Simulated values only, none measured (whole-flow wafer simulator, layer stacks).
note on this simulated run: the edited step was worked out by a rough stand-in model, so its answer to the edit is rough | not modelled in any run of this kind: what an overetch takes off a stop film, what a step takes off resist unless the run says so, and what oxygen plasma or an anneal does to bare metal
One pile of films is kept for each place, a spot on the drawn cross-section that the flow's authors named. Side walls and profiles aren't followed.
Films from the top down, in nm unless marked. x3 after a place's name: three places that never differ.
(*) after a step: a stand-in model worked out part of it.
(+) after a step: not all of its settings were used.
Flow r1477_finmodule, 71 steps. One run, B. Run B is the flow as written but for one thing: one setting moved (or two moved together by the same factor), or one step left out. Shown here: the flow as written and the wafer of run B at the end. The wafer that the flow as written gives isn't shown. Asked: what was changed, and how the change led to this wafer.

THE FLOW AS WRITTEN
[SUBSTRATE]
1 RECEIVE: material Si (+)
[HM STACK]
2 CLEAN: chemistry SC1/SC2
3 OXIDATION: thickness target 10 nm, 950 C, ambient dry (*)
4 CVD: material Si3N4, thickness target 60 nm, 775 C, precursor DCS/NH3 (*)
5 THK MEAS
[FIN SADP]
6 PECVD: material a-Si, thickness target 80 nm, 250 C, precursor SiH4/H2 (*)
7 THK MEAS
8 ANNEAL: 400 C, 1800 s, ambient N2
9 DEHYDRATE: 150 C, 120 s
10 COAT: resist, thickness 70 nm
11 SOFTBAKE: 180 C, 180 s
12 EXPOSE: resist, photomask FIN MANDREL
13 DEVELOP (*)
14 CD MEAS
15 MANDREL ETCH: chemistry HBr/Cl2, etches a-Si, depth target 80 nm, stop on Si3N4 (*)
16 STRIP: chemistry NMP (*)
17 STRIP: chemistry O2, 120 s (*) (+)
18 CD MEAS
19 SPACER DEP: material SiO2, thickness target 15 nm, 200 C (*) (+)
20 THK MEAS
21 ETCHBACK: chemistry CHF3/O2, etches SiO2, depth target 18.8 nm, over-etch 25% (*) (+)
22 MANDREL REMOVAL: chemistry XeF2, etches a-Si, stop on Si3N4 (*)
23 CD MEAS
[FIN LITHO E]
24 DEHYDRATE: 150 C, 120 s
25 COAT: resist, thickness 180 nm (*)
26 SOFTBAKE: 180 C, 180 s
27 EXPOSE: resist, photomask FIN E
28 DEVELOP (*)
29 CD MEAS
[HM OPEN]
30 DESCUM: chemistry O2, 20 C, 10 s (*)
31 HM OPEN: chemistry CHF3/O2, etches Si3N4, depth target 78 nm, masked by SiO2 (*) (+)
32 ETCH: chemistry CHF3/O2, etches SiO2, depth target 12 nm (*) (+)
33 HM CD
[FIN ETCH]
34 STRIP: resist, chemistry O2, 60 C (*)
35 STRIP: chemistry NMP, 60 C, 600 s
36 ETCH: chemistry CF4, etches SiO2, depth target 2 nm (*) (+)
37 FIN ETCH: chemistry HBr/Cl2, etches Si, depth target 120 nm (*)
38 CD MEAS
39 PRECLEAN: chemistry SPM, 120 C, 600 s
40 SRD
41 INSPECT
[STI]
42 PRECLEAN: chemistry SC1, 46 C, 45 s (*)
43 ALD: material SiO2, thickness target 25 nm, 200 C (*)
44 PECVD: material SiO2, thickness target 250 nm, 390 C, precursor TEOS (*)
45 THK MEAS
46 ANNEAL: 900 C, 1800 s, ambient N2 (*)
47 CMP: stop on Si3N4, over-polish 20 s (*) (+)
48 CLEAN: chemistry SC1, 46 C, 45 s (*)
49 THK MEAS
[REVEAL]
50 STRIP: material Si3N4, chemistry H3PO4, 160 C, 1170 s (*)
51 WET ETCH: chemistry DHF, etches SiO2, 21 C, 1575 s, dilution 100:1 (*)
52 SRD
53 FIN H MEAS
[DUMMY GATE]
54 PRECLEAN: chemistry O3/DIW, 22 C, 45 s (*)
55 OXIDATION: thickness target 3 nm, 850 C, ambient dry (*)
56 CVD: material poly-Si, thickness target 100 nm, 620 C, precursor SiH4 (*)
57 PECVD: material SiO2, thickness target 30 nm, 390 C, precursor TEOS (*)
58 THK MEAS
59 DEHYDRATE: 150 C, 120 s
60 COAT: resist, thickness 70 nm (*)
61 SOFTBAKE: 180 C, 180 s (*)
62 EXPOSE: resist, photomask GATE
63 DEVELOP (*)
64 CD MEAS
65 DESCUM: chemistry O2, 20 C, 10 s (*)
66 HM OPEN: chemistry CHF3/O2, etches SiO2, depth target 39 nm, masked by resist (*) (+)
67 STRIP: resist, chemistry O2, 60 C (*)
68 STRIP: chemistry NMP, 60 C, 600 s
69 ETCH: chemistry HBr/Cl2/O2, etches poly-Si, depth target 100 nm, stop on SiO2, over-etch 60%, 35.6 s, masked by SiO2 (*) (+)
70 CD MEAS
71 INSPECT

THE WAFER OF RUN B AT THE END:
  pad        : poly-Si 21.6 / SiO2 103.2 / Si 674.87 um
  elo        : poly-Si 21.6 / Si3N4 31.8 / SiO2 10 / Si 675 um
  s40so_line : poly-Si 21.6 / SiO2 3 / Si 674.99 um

The cause: step 69, ETCH: depth target 47.5 nm was run, where the flow has depth target 100 nm.

How the change led to this, step by step:
  69 ETCH: chemistry HBr/Cl2/O2, etches poly-Si, depth target 100 nm, stop on SiO2, over-etch 60%, 35.6 s, masked by SiO2 (*) (+)
      pad, eso, e40so and 8 more: chemical SiO2 -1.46 (all of it), poly-Si -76 (as written it would be: chemical SiO2 -1.46 (all of it), poly-Si -97.6 (all of it), SiO2 -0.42)
      elo, e40lo, e100lo, e200lo: chemical SiO2 -1.46 (all of it), poly-Si -76 (as written it would be: chemical SiO2 -1.46 (all of it), poly-Si -97.6 (all of it), Si3N4 -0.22)
      (and at 21 more places)
